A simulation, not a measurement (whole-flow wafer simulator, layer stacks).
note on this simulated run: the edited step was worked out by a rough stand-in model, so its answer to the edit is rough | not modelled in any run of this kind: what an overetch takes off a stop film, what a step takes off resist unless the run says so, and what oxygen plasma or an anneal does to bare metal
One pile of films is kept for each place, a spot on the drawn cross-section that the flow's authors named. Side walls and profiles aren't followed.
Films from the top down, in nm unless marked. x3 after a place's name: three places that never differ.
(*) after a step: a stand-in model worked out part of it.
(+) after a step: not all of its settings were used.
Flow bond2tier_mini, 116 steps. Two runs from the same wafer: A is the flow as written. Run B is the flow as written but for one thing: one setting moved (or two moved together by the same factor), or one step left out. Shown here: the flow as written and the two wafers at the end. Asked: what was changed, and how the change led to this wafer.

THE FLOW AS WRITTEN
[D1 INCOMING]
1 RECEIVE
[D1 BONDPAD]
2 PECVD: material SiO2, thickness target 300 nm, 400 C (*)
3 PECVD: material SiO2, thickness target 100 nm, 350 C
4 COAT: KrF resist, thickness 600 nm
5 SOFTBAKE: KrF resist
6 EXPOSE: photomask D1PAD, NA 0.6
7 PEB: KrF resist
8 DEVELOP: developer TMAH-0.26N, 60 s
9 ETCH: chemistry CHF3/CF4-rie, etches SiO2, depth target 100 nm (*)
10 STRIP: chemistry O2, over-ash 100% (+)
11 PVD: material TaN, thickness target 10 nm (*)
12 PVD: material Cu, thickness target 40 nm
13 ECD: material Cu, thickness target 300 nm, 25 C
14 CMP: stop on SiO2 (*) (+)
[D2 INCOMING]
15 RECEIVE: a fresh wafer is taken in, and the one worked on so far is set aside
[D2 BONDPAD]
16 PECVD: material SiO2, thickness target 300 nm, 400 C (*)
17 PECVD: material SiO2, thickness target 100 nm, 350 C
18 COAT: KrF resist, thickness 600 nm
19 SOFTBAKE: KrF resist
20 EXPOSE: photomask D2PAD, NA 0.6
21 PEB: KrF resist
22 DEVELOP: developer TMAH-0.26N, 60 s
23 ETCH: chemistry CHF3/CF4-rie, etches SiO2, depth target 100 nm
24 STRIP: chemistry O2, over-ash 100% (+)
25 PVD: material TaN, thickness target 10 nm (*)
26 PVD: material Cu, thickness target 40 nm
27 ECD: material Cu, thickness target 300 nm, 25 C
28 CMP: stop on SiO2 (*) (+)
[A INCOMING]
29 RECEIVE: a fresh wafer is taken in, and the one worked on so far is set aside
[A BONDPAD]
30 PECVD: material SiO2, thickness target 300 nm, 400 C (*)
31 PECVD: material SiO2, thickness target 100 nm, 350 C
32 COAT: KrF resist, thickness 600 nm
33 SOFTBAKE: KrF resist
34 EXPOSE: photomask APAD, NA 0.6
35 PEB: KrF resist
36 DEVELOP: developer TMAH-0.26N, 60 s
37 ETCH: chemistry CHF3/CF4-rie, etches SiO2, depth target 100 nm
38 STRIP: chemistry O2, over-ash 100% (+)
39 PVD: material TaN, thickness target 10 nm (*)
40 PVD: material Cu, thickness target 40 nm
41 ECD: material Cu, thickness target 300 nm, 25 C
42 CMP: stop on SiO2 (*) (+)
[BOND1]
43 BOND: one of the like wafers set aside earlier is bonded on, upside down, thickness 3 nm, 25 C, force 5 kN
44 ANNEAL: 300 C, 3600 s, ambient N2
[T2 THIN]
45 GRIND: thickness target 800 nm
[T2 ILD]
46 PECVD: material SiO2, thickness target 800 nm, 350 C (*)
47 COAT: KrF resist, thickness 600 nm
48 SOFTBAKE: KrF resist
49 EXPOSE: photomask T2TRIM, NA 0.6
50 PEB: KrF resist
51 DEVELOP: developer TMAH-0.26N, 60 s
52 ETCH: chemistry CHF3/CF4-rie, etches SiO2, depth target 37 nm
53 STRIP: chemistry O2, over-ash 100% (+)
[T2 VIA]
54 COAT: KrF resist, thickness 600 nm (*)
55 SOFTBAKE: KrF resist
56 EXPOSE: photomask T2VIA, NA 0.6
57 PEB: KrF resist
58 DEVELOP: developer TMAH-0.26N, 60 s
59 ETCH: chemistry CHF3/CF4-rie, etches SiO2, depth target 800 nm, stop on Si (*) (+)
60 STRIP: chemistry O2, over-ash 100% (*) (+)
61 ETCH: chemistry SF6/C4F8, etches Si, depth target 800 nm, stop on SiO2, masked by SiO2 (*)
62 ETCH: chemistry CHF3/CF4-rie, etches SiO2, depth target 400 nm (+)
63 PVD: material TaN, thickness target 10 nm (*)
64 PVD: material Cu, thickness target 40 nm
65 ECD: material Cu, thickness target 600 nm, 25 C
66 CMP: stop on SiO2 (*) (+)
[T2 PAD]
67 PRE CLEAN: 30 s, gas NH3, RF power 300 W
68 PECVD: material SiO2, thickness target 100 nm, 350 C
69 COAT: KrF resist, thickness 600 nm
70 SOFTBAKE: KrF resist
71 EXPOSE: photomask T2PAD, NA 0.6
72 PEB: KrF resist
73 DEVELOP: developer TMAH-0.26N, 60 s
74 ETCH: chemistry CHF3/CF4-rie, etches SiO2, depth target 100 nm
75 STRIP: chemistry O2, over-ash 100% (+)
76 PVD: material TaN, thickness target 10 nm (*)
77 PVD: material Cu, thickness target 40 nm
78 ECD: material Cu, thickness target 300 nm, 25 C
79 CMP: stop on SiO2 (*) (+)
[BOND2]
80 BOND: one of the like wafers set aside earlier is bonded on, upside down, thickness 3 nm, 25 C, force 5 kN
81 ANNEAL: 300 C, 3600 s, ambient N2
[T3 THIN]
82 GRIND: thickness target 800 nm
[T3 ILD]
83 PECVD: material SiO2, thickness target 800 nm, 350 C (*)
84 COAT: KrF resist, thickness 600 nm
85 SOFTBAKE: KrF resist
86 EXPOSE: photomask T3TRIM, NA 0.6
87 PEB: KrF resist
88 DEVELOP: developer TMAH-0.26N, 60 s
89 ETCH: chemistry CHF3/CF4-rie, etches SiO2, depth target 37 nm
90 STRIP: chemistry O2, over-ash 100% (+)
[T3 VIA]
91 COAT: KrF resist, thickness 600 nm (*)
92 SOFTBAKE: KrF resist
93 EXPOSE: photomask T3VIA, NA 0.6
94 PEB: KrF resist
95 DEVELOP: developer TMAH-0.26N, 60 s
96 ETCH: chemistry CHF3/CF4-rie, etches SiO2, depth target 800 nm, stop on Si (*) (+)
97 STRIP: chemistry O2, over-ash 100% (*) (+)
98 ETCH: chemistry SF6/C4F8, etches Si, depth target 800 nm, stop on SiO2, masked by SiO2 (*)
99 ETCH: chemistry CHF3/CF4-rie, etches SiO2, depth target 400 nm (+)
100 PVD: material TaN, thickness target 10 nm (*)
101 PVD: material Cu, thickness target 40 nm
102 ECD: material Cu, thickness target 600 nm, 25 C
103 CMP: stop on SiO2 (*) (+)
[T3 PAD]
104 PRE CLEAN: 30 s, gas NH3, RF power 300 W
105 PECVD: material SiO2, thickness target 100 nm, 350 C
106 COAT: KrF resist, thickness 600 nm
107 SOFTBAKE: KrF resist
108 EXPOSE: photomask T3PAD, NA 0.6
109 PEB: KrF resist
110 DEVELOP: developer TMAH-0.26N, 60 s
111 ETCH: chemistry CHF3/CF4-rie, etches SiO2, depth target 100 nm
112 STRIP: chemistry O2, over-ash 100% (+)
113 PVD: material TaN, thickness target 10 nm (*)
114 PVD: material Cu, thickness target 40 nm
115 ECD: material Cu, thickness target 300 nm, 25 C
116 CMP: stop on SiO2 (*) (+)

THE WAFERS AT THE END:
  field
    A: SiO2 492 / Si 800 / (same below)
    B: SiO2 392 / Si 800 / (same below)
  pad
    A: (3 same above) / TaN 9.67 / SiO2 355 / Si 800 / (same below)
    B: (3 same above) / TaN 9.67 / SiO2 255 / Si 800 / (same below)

The cause: step 83, PECVD: thickness target 700 nm was run, where the flow has thickness target 800 nm.

How the change led to this, step by step:
  83 PECVD: material SiO2, thickness target 800 nm, 350 C (*)
      field, pad: A SiO2 +800 (new film) | B SiO2 +700 (new film)
